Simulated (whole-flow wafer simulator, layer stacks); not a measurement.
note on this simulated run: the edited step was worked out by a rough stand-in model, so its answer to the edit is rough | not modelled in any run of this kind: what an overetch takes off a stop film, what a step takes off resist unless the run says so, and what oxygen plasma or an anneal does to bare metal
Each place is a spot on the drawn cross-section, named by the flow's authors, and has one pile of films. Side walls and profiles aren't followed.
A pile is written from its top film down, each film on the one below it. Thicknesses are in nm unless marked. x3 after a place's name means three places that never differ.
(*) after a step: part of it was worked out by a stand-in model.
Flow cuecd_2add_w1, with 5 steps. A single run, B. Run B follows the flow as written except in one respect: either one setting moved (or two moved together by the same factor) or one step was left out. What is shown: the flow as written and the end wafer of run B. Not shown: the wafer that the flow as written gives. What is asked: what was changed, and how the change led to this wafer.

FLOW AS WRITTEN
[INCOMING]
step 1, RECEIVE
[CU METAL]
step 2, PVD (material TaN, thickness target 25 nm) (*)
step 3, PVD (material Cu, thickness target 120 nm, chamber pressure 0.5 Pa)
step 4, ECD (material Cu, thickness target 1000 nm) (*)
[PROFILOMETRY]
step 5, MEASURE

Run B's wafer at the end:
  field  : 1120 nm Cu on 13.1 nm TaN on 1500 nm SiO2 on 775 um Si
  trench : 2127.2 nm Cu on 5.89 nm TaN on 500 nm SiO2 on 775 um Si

Cause: step 2, PVD: thickness target 13.1 nm was run, while the flow as written has thickness target 25 nm.
The wafer lets one read it off: field has TaN 13.1, and step 2 as written asks for 25 nm.

How this came from the change, step by step:
  step 2, PVD (material TaN, thickness target 25 nm) (*)
      field: +13.1 TaN (new film) (in the flow as written it would be: +25 TaN (new film))
      trench: +5.89 TaN (new film) (in the flow as written it would be: +11.2 TaN (new film))
